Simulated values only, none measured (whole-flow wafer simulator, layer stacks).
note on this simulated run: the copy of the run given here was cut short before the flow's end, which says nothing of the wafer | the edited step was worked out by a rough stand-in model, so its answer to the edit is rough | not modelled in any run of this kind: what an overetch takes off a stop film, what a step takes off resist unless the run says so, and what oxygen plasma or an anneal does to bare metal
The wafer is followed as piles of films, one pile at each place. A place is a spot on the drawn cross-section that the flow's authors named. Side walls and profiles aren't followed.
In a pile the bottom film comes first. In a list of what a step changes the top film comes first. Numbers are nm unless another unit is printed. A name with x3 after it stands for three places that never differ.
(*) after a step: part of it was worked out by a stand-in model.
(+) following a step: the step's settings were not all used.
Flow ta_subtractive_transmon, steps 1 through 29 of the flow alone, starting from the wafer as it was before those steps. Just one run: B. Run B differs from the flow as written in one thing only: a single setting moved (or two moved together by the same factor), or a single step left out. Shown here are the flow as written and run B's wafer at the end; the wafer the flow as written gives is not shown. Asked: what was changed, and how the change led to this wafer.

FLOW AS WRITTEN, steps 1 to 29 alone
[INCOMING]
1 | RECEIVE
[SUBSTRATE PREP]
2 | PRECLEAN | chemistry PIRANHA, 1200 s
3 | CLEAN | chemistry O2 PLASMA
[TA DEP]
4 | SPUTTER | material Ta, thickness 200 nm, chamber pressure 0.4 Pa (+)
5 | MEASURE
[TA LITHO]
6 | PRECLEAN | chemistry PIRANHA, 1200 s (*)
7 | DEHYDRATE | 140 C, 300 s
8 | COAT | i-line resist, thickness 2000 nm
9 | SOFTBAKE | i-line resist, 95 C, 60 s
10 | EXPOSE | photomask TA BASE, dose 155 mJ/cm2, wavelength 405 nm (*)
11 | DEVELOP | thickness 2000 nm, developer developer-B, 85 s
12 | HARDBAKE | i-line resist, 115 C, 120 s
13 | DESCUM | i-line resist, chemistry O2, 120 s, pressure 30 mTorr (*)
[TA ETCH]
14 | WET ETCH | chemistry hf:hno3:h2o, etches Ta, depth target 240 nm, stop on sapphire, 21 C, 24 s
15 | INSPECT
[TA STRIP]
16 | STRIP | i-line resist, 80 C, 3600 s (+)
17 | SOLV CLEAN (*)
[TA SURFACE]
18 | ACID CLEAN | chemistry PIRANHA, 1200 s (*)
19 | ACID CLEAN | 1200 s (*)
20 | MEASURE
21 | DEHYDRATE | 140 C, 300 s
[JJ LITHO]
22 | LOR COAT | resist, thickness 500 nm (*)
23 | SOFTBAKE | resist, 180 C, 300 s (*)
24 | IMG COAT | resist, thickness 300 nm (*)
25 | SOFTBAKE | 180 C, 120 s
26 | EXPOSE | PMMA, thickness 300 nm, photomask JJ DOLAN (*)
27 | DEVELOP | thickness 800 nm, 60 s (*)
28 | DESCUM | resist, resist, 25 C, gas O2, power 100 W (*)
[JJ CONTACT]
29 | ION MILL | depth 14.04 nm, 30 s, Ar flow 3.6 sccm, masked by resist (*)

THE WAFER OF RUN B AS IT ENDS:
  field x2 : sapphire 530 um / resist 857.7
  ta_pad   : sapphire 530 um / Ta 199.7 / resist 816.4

Cause: step 24, IMG COAT: thickness 390 nm was run, whereas the flow has thickness 300 nm.

How this came from the change, step by step:
  24 | IMG COAT | resist, thickness 300 nm (*)
      field x2, jj_line: resist gains 390 (it would be, as written: resist gains 300)
      lead: resist gains 405.3 (it would be, as written: resist gains 312.6)
      (and at 2 other places as well)
  27 | DEVELOP | thickness 800 nm, 60 s (*)
      jj_line: resist loses 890 (all of it) (it would be, as written: resist loses 800 (all of it))
      lead: resist loses 960.1 (all of it) (it would be, as written: resist loses 867.4 (all of it))
      (and at 1 other place as well)
